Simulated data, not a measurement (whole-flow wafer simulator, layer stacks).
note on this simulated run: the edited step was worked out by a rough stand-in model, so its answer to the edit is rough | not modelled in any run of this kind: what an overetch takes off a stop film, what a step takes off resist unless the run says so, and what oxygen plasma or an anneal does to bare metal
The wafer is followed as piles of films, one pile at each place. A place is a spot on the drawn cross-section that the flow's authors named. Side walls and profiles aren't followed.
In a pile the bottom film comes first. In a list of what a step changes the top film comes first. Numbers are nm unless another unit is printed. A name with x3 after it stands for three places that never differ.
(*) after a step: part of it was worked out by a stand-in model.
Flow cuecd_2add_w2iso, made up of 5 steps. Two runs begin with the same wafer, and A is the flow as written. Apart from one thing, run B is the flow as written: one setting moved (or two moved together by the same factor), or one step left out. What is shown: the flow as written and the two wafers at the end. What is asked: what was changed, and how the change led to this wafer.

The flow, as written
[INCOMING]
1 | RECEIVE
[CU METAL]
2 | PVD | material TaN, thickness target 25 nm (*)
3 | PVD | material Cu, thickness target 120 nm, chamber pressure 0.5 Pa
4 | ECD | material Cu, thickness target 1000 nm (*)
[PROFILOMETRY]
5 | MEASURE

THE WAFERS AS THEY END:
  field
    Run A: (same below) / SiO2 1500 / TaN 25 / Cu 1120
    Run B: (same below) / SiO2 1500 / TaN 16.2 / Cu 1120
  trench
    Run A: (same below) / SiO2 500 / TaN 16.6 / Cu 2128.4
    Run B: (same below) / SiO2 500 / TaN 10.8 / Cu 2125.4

Cause: step 2, PVD: thickness target 16.2 nm was run, though the flow has thickness target 25 nm.
One can read it off the wafer: field has TaN 16.2, and step 2 as written asks for 25 nm.

Step by step, how the change led to this:
  2 | PVD | material TaN, thickness target 25 nm (*)
      field: A +25 TaN (new film) | B +16.2 TaN (new film)
      trench: A +16.6 TaN (new film) | B +10.8 TaN (new film)
